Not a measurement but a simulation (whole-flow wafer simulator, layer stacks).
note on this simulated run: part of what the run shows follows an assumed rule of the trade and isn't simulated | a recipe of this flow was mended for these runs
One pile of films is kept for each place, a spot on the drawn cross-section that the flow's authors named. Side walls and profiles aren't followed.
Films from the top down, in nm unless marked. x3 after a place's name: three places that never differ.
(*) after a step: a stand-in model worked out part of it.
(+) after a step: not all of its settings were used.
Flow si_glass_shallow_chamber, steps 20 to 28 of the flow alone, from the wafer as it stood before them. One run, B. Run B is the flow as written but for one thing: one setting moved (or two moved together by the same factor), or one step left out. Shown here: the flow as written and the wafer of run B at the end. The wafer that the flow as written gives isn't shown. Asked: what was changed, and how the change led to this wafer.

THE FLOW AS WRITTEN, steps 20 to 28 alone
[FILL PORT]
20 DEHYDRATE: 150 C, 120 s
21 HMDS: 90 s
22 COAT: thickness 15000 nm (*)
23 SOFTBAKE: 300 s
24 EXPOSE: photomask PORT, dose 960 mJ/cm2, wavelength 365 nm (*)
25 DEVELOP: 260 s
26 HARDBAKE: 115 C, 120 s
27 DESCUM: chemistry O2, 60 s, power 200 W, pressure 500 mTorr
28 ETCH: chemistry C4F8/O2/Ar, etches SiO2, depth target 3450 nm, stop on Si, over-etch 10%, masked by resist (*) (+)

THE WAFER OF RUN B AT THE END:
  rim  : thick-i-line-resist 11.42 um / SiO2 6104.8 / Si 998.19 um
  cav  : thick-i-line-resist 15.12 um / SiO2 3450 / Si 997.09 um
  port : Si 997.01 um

The cause: step 28, ETCH: depth target 3698 nm was run, where the flow has depth target 3450 nm.

How the change led to this, step by step:
  28 ETCH: chemistry C4F8/O2/Ar, etches SiO2, depth target 3450 nm, stop on Si, over-etch 10%, masked by resist (*) (+)
      rim, ramp, cav, septum, ring: thick-i-line-resist -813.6 (as written it would be: thick-i-line-resist -759)
      port: SiO2 -3450 (all of it), Si -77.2 (as written it would be: SiO2 -3450 (all of it), Si -43.1)
